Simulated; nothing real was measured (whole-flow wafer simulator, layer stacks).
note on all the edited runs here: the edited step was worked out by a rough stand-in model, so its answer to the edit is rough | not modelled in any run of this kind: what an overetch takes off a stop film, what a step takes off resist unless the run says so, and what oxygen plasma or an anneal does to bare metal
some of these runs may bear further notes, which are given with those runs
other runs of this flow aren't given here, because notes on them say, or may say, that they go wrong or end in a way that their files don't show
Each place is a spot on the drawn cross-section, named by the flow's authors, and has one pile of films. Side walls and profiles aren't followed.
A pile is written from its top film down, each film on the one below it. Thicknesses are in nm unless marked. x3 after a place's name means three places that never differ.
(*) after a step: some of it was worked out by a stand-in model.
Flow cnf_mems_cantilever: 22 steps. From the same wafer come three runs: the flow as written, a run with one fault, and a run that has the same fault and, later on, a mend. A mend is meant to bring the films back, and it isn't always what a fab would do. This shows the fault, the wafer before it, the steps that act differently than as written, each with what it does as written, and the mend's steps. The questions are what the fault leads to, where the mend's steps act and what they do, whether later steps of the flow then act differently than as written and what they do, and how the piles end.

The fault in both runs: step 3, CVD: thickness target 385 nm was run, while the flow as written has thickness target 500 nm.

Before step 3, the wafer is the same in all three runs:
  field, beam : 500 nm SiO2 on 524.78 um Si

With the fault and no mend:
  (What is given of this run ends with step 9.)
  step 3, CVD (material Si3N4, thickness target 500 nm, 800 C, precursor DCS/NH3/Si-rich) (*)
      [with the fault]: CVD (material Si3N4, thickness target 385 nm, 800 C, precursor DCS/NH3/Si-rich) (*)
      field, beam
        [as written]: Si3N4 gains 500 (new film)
        [with the fault]: Si3N4 gains 385 (new film)
  Later steps of the flow up to step 9 that are run all act as written at every place that is followed.
  The piles after step 9 differ from the flow's at field, beam by more than 2% or 0.5 nm, whichever is larger.
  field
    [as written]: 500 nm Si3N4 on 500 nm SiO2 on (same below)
    [with the fault]: 385 nm Si3N4 on 500 nm SiO2 on (same below)
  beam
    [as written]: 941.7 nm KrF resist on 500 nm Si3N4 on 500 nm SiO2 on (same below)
    [with the fault]: 941.7 nm KrF resist on 385 nm Si3N4 on 500 nm SiO2 on (same below)

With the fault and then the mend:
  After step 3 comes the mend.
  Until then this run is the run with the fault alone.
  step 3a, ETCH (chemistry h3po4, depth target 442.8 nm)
      field, beam
        Si3N4 loses 385 (all of it)
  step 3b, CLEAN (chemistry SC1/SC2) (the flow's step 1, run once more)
      alters no film at any place that is followed
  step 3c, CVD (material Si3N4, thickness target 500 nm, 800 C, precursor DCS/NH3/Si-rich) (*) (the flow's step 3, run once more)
      field, beam
        Si3N4 gains 500 (new film)
  Later steps of the flow that are run all act as written at every place that is followed.
  By the end, the piles equal the flow's at every place that both follow.
